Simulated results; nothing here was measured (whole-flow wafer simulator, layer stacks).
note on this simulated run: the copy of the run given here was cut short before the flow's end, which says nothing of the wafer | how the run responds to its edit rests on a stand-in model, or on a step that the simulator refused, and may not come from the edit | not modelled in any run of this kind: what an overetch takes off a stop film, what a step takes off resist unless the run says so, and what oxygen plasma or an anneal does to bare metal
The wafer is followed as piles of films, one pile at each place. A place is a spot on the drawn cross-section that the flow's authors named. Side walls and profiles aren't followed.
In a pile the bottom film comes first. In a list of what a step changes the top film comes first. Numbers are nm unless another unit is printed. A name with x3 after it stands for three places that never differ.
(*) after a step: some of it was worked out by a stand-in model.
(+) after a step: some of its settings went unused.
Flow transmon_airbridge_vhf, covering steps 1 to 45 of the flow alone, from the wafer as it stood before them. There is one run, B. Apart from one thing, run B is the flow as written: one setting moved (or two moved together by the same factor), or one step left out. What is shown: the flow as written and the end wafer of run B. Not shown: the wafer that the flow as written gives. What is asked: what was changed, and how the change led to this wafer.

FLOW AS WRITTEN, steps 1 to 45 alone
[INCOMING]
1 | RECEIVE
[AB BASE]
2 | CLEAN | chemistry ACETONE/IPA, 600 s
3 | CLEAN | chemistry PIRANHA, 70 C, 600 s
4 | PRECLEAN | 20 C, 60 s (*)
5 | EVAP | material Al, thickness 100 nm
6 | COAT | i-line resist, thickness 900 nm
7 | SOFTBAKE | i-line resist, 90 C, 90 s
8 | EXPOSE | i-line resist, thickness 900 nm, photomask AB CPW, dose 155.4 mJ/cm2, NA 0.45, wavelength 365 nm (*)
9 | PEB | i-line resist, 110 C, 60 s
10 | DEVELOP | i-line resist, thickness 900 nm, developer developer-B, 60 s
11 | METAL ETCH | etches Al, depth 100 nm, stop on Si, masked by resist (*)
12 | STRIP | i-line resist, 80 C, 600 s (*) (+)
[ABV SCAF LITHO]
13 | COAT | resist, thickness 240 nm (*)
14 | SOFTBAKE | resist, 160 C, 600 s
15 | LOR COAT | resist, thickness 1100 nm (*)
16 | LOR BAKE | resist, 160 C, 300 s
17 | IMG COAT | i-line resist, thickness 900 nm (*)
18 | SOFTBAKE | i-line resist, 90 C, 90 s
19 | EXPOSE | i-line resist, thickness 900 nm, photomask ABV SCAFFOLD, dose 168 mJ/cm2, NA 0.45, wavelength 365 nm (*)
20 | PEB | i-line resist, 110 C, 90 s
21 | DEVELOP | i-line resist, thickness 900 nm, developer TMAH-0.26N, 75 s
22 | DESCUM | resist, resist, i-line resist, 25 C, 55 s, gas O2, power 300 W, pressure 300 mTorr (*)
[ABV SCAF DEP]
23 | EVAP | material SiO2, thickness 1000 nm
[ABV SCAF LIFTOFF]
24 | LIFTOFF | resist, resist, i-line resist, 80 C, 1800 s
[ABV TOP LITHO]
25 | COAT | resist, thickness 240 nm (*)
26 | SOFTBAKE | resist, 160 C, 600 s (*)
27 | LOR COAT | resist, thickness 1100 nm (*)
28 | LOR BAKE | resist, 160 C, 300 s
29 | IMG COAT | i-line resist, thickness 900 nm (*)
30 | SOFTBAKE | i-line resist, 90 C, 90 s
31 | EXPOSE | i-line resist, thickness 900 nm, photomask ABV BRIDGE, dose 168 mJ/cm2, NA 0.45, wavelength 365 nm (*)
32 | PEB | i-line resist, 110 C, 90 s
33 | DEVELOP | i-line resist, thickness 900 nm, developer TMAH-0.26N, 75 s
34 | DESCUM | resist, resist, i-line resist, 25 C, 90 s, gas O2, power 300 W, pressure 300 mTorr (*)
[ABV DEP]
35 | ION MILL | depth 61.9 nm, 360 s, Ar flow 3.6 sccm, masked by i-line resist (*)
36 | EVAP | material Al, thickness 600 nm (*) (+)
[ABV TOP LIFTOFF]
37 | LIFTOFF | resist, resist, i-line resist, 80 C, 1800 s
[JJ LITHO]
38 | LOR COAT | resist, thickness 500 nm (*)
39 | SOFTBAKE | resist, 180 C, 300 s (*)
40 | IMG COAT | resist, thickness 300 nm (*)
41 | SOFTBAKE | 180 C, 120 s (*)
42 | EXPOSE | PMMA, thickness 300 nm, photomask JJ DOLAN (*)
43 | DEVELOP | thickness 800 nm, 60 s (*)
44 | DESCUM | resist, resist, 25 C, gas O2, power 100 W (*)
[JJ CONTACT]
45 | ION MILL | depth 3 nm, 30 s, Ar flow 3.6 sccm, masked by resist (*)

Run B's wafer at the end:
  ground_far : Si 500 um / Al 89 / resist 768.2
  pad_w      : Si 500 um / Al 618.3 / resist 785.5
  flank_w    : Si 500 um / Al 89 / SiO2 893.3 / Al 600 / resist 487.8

What caused this: step 5, EVAP: thickness 89 nm was run, while the flow as written has thickness 100 nm.
The wafer lets one read it off: ground_far has Al 89, and step 5 as written asks for 100 nm.

How this came from the change, step by step:
  5 | EVAP | material Al, thickness 100 nm
      field x3, jj_line, ground_far and 12 more: Al gains 89 (new film) (in the flow as written it would be: Al gains 100 (new film))
  11 | METAL ETCH | etches Al, depth 100 nm, stop on Si, masked by resist (*)
      field x3, jj_line, gap_w, gap_e: Al loses 89 (all of it) (in the flow as written it would be: Al loses 100 (all of it))
